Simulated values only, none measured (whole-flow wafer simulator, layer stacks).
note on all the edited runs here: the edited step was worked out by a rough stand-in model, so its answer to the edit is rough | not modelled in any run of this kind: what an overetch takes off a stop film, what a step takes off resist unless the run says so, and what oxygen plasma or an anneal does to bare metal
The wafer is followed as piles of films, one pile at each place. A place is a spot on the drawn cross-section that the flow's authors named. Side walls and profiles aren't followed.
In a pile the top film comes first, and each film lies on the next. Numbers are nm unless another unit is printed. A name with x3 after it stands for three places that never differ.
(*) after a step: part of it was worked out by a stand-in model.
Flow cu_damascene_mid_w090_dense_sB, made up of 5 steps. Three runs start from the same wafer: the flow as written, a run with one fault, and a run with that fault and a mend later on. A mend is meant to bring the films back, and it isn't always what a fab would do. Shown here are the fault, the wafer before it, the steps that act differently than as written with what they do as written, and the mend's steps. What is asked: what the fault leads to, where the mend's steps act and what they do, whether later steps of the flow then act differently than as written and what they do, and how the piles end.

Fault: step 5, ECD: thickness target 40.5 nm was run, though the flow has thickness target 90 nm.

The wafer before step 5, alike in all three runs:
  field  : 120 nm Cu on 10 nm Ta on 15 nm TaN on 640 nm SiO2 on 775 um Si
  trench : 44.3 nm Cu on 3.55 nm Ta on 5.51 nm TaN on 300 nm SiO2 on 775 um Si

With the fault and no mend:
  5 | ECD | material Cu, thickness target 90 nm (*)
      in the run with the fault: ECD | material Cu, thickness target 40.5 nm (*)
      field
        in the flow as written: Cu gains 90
        in the run with the fault: Cu gains 40.5
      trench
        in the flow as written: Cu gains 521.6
        in the run with the fault: Cu gains 472.1
  None of the later steps of the flow acts differently than as written at any place that is followed.
  At field, trench, the piles at the end differ from the flow's by more than 2% or 0.5 nm, whichever is larger.
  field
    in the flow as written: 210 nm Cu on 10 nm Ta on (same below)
    in the run with the fault: 160.5 nm Cu on 10 nm Ta on (same below)
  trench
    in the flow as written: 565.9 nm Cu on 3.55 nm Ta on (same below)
    in the run with the fault: 516.4 nm Cu on 3.55 nm Ta on (same below)

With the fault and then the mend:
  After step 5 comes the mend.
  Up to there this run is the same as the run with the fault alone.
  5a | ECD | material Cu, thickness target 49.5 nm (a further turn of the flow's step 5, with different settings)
      field, trench
        Cu gains 49.5
  None of the later steps of the flow acts differently than as written at any place that is followed.
  By the end, the piles equal the flow's at every place that both follow.
